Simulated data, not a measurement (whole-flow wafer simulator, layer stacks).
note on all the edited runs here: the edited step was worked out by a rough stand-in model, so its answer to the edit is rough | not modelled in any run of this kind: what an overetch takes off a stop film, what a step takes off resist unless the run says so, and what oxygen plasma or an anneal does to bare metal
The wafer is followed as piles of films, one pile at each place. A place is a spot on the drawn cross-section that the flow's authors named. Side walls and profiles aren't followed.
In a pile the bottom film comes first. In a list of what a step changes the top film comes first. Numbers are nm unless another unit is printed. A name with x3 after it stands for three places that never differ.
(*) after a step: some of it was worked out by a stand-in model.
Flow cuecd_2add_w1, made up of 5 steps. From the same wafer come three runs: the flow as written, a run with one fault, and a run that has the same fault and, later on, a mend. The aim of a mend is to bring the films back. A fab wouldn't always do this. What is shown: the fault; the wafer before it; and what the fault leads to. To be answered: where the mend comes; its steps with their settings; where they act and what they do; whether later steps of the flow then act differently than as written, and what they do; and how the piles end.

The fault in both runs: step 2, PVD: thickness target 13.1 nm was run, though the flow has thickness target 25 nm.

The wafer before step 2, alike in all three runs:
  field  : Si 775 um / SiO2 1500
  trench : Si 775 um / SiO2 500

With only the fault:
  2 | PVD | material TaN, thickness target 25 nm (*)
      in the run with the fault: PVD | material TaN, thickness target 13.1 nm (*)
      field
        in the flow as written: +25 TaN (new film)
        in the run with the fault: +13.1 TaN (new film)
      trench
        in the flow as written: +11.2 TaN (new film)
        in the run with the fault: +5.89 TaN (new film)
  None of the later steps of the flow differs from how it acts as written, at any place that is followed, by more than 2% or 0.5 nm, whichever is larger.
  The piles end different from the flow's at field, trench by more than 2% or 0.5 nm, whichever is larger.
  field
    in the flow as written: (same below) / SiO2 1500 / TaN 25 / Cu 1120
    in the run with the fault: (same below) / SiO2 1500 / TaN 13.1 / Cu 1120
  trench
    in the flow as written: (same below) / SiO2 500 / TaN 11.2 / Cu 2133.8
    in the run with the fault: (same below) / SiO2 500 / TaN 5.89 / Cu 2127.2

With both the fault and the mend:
  After step 2 comes the mend.
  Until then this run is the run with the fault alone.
  2a | PVD | material TaN, thickness target 11.9 nm (*) (the flow's step 2 again, with other settings)
      field
        +11.9 TaN
      trench
        +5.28 TaN
  None of the later steps of the flow acts differently than as written at any place that is followed.
  At every place that both follow, the piles at the end match the flow's.
